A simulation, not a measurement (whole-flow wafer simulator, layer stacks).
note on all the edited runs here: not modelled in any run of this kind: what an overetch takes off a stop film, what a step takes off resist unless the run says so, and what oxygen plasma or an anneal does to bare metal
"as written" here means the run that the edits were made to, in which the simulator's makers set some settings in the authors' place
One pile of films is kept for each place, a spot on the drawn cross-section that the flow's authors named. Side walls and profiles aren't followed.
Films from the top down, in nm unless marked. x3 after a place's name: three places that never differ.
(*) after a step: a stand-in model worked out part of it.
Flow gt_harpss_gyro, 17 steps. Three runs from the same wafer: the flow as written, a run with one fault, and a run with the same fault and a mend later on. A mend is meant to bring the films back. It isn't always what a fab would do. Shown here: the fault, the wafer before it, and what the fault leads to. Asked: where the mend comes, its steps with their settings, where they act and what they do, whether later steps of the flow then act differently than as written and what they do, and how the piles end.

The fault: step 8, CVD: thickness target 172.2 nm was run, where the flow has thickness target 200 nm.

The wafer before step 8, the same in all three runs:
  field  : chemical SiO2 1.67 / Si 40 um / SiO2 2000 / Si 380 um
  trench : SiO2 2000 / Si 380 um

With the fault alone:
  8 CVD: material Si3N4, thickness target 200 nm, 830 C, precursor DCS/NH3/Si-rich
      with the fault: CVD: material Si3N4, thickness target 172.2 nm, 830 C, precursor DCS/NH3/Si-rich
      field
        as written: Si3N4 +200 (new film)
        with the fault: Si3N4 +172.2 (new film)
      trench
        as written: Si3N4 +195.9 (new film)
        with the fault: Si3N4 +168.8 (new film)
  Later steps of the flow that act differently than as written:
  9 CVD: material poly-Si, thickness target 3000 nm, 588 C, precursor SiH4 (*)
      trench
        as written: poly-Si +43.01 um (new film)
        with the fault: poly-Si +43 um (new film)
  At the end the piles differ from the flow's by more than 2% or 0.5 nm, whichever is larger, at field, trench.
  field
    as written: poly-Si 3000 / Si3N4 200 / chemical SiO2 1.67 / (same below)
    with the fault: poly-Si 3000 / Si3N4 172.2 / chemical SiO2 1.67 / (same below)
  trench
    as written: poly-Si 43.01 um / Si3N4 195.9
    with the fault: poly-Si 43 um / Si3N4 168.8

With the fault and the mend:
  The mend comes after step 8.
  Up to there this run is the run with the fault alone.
  8a CVD: material Si3N4, thickness target 27.8 nm, 830 C, precursor DCS/NH3/Si-rich (the flow's step 8 once more, with other settings)
      field
        Si3N4 +27.8
      trench
        Si3N4 +27.1
  No later step of the flow acts differently than as written at any place that is followed.
  At the end the piles differ from the flow's only slightly at the places that both follow, by at most 2% or 0.5 nm, whichever is larger.
